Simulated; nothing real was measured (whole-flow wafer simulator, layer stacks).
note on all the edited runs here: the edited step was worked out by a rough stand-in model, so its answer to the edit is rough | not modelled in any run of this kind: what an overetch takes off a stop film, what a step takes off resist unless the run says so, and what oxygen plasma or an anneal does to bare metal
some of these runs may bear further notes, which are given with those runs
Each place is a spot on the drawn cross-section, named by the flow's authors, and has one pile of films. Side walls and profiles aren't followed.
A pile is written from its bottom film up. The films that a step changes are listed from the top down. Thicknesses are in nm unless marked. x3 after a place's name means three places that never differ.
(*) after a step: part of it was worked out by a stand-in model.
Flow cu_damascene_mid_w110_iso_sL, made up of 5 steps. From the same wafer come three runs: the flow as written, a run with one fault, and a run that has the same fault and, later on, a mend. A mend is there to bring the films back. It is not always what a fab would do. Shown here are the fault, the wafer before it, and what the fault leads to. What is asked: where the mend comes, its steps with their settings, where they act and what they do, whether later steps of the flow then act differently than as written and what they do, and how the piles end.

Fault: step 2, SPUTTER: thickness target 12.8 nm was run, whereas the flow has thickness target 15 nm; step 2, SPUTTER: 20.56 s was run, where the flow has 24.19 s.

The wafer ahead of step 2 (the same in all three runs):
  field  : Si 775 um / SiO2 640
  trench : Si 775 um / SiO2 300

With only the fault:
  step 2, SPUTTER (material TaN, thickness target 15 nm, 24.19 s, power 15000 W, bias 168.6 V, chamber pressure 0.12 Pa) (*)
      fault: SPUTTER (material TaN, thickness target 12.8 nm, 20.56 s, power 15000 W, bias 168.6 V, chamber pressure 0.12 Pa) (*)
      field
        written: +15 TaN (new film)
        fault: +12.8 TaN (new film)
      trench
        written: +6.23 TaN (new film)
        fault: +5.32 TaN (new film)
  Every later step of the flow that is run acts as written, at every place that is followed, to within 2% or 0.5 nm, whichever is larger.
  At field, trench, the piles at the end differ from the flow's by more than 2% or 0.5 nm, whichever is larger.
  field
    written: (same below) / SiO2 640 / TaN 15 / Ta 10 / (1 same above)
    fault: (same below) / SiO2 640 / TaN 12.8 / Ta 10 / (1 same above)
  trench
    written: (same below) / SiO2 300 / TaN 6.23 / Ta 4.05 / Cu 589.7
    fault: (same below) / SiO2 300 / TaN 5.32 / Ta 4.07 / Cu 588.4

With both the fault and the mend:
  After step 2 comes the mend.
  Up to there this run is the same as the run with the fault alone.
  step 2a, SPUTTER (material TaN, thickness target 2.2 nm, 3.548 s, power 15000 W, bias 168.6 V, chamber pressure 0.12 Pa) (*) (a further turn of the flow's step 2, with different settings)
      field
        +2.2 TaN
      trench
        +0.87 TaN
  Every later step of the flow that is run acts as written at every place that is followed.
  At the end the piles are close to the flow's at the places that both follow, differing by at most 2% or 0.5 nm, whichever is larger.
